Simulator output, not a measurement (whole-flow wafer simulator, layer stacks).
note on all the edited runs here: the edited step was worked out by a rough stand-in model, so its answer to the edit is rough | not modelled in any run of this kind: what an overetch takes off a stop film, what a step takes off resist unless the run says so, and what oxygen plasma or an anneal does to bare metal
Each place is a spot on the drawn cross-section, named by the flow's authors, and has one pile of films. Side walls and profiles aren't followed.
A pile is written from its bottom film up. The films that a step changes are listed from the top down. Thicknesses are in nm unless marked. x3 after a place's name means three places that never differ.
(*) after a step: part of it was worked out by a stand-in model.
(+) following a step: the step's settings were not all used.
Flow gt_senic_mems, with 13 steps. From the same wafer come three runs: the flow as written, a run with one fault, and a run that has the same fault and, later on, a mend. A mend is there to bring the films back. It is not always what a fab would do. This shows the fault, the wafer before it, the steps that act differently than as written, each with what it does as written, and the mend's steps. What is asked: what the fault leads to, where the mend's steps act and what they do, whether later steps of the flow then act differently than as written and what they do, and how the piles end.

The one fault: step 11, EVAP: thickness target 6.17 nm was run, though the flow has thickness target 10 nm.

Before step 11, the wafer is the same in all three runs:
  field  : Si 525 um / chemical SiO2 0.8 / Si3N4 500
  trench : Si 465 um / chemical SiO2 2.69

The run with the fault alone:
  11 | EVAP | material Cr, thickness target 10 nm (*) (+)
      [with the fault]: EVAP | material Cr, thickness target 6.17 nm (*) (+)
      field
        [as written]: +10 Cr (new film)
        [with the fault]: +6.17 Cr (new film)
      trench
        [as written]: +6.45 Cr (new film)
        [with the fault]: +3.98 Cr (new film)
  None of the later steps of the flow acts differently than as written at any place that is followed.
  At field, trench, the piles at the end differ from the flow's by more than 2% or 0.5 nm, whichever is larger.
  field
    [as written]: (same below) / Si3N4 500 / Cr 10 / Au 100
    [with the fault]: (same below) / Si3N4 500 / Cr 6.17 / Au 100
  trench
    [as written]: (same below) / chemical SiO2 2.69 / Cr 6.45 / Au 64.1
    [with the fault]: (same below) / chemical SiO2 2.69 / Cr 3.98 / Au 64.1

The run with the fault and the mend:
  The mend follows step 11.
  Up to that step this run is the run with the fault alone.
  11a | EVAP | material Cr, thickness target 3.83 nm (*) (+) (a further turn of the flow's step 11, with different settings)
      field
        +3.83 Cr
      trench
        +2.47 Cr
  None of the later steps of the flow acts differently than as written at any place that is followed.
  When the end is reached, the piles differ only a little from the flow's at the places that both follow, at most by 2% or 0.5 nm, whichever is larger.
